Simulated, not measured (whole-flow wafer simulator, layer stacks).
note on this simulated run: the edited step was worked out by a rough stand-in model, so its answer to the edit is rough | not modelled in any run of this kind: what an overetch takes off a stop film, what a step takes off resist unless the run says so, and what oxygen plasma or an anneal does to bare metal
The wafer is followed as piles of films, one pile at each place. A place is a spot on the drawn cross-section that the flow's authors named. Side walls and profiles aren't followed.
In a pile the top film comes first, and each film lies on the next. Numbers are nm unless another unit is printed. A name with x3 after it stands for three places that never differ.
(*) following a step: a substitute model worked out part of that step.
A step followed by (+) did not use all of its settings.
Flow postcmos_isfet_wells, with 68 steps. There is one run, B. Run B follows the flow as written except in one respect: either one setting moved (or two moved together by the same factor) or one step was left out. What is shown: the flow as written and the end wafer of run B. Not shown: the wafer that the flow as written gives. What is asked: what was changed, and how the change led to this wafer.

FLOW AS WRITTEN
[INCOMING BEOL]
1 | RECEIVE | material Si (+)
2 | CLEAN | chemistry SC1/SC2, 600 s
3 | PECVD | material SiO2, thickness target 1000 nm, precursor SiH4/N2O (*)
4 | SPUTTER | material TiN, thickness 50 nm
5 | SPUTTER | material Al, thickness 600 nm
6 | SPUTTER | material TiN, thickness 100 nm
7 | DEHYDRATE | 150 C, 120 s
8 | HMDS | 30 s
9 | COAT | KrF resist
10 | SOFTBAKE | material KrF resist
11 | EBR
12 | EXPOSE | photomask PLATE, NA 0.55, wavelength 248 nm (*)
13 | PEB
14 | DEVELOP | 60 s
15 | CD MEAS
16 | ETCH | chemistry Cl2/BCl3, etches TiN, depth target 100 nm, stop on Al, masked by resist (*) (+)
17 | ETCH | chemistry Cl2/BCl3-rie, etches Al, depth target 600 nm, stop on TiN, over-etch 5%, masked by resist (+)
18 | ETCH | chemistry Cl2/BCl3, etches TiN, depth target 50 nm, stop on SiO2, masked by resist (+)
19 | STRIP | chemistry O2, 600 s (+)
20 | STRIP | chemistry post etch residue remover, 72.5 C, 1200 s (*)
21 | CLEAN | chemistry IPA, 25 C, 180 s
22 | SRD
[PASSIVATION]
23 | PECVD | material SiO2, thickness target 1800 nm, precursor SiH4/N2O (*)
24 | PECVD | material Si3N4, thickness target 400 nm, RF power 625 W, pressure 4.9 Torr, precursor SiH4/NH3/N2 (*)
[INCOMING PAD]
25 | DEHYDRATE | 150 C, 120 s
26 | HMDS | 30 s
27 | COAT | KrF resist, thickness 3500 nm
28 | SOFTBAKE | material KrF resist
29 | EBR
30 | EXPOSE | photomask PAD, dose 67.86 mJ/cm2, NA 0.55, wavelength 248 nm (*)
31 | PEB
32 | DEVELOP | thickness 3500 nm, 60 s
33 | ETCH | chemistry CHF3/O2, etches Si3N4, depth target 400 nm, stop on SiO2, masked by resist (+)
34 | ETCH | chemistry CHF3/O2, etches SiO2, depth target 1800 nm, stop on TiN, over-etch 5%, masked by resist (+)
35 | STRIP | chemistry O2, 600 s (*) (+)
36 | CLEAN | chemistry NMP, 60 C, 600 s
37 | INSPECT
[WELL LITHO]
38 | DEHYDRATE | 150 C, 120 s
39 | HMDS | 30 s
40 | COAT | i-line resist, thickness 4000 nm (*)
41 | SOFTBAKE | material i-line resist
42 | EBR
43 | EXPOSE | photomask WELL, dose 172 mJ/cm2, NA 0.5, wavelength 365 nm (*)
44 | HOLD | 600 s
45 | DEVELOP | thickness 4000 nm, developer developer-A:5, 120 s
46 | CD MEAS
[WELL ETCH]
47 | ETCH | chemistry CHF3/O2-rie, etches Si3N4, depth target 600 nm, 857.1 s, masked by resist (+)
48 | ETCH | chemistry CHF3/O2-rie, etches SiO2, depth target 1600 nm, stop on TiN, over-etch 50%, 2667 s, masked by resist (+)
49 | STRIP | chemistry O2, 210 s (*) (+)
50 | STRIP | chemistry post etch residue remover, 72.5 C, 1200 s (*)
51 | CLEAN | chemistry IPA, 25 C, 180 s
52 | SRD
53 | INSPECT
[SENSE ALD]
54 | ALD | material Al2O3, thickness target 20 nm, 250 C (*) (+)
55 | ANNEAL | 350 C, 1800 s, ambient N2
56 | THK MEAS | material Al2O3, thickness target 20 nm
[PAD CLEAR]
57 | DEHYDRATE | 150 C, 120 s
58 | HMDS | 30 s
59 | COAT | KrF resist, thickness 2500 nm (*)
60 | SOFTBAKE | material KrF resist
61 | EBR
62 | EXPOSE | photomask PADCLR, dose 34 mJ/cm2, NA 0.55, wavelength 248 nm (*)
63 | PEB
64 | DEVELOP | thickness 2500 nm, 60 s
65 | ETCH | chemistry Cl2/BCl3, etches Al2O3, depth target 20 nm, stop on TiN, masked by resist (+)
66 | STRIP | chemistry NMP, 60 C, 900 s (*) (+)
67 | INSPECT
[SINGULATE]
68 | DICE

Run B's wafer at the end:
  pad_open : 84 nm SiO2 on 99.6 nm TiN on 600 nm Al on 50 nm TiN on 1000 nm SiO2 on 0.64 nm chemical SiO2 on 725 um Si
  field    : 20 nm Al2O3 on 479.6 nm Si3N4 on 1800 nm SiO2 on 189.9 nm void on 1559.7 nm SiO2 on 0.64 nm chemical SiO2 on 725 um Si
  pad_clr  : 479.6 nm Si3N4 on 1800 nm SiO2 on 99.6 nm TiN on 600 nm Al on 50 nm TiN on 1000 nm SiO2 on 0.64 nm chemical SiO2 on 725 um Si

The reason: step 24, PECVD: thickness target 480 nm was run, while the flow as written has thickness target 400 nm.

Step by step, how the change led to this:
  24 | PECVD | material Si3N4, thickness target 400 nm, RF power 625 W, pressure 4.9 Torr, precursor SiH4/NH3/N2 (*)
      field, margin, well900, well1300 x3, pad_rim, pad_clr, pad_open: Si3N4 gains 480 (new film) (it would be, as written: Si3N4 gains 400 (new film))
  33 | ETCH | chemistry CHF3/O2, etches Si3N4, depth target 400 nm, stop on SiO2, masked by resist (+)
      pad_open: Si3N4 loses 400 (it would be, as written: Si3N4 loses 400 (all of it))
  34 | ETCH | chemistry CHF3/O2, etches SiO2, depth target 1800 nm, stop on TiN, over-etch 5%, masked by resist (+)
      pad_open: Si3N4 loses 80 (all of it), SiO2 loses 1716 (it would be, as written: SiO2 loses 1800 (all of it))
  47 | ETCH | chemistry CHF3/O2-rie, etches Si3N4, depth target 600 nm, 857.1 s, masked by resist (+)
      well900, well1300 x3: Si3N4 loses 480 (all of it), SiO2 loses 120 (it would be, as written: Si3N4 loses 400 (all of it), SiO2 loses 200)
  48 | ETCH | chemistry CHF3/O2-rie, etches SiO2, depth target 1600 nm, stop on TiN, over-etch 50%, 2667 s, masked by resist (+)
      well900, well1300 x3: SiO2 loses 1680 (all of it) (it would be, as written: SiO2 loses 1600 (all of it))
  59 | COAT | KrF resist, thickness 2500 nm (*)
      field: KrF resist gains 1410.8 (new film) (it would be, as written: KrF resist gains 1449 (new film))
      margin: KrF resist gains 1410.7 (new film) (it would be, as written: KrF resist gains 1448.9 (new film))
  66 | STRIP | chemistry NMP, 60 C, 900 s (*) (+)
      field: KrF resist loses 1362.2 (all of it) (it would be, as written: KrF resist loses 1400.1 (all of it))
      margin: KrF resist loses 1362.1 (all of it) (it would be, as written: KrF resist loses 1400.1 (all of it))
